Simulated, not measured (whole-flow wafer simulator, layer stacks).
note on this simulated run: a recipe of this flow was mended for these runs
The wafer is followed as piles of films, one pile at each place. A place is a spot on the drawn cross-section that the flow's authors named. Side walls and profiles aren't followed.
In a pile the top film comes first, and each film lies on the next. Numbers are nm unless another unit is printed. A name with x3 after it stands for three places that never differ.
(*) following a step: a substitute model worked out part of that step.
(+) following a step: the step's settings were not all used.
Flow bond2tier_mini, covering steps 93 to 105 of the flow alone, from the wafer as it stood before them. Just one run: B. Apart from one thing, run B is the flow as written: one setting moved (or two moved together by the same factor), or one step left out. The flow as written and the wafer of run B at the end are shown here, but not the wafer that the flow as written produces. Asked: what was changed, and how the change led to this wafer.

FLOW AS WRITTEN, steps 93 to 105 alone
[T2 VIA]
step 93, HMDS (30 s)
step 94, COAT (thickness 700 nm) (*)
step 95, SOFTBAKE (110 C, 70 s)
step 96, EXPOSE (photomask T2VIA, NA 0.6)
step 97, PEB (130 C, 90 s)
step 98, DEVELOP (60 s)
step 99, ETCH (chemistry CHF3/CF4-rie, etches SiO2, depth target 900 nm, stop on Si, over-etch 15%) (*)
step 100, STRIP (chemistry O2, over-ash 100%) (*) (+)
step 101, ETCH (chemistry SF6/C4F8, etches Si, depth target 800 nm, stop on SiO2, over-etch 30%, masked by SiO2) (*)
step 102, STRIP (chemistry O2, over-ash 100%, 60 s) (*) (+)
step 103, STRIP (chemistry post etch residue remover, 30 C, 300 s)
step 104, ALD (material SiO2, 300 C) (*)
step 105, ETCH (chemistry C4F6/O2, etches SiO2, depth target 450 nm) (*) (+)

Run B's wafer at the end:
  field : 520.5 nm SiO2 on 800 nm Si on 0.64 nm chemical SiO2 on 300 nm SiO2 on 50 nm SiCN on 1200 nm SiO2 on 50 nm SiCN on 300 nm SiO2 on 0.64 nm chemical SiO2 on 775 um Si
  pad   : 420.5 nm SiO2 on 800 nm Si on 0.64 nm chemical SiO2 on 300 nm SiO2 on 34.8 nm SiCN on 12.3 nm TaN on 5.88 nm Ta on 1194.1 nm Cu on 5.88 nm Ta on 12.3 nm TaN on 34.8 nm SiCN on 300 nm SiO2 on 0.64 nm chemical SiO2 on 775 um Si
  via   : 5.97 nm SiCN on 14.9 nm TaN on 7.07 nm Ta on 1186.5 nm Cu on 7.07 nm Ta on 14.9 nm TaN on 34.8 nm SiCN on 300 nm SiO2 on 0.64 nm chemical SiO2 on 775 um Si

Cause: step 105, ETCH: depth target 519.2 nm was run, while the flow as written has depth target 450 nm.

Step by step, how the change led to this:
  step 105, ETCH (chemistry C4F6/O2, etches SiO2, depth target 450 nm) (*) (+)
      field, pad: -519.2 SiO2 (it would be, as written: -450 SiO2)
      via: -348.1 SiO2 (all of it), -28.8 SiCN (it would be, as written: -348.1 SiO2 (all of it), -17.2 SiCN)
